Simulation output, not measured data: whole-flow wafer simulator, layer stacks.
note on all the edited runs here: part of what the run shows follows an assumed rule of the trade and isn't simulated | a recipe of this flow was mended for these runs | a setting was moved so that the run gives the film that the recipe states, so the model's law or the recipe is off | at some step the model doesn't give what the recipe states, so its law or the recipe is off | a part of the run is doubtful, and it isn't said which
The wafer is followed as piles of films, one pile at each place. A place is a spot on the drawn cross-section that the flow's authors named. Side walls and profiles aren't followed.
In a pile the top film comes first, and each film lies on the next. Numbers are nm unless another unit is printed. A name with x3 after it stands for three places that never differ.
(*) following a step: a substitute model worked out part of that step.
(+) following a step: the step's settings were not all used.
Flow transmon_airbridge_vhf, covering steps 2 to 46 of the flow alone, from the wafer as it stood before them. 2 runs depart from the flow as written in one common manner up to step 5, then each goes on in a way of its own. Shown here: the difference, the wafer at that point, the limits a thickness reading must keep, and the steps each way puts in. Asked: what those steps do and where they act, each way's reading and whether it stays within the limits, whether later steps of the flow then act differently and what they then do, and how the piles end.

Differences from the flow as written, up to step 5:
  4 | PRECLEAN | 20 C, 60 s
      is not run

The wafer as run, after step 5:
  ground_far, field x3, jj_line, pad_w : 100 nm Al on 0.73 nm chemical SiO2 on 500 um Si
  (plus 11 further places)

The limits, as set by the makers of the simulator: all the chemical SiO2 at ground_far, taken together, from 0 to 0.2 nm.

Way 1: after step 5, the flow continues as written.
  The reading taken after step 5 is 0.73 nm, which is outside the limits.
  Steps later in the flow that act otherwise than as written (not shown: 17 more steps that differ only slightly, by at most 2% or 0.5 nm, whichever is larger):
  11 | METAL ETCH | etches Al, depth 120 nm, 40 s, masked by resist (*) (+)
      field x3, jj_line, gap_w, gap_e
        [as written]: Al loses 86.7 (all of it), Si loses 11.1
        [this way]: Al loses 86.7 (all of it), chemical SiO2 loses 0.73 (all of it), Si loses 10.9
  By the end, the piles at ground_far, pad_w, flank_w and 8 more depart from the flow's by more than 2% or 0.5 nm, whichever is larger.
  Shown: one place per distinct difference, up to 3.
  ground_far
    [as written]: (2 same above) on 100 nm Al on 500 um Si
    [this way]: (2 same above) on 100 nm Al on 0.73 nm chemical SiO2 on 500 um Si
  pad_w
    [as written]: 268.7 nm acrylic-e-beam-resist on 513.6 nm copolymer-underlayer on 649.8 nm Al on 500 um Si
    [this way]: 268.8 nm acrylic-e-beam-resist on 513 nm copolymer-underlayer on 649.8 nm Al on 0.73 nm chemical SiO2 on 500 um Si
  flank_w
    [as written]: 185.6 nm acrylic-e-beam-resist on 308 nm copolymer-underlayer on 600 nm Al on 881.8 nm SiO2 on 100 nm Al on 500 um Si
    [this way]: 185.5 nm acrylic-e-beam-resist on 308.2 nm copolymer-underlayer on 600 nm Al on 881.9 nm SiO2 on 100 nm Al on 0.73 nm chemical SiO2 on 500 um Si

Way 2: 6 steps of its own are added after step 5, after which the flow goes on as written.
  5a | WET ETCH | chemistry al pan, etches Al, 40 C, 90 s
      field x3, jj_line, ground_far and 12 more
        Al loses 100 (all of it)
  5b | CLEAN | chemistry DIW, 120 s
      does not change any film at any place that is followed
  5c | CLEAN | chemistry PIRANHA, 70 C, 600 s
      field x3, jj_line, ground_far and 12 more
        chemical SiO2 gains 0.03
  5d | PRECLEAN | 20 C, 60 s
      field x3, jj_line, ground_far and 12 more
        chemical SiO2 loses 0.76 (all of it)
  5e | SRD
      does not change any film at any place that is followed
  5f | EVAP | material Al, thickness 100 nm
      field x3, jj_line, ground_far and 12 more
        Al gains 100 (new film)
  The reading taken after step 5f is 0 nm, which is within the limits.
  None of the later steps of the flow acts differently than as written at any place that is followed.
  The piles end the same as the flow's at every place that both follow.

The limits are kept by: way 2. They are not kept by: way 1.
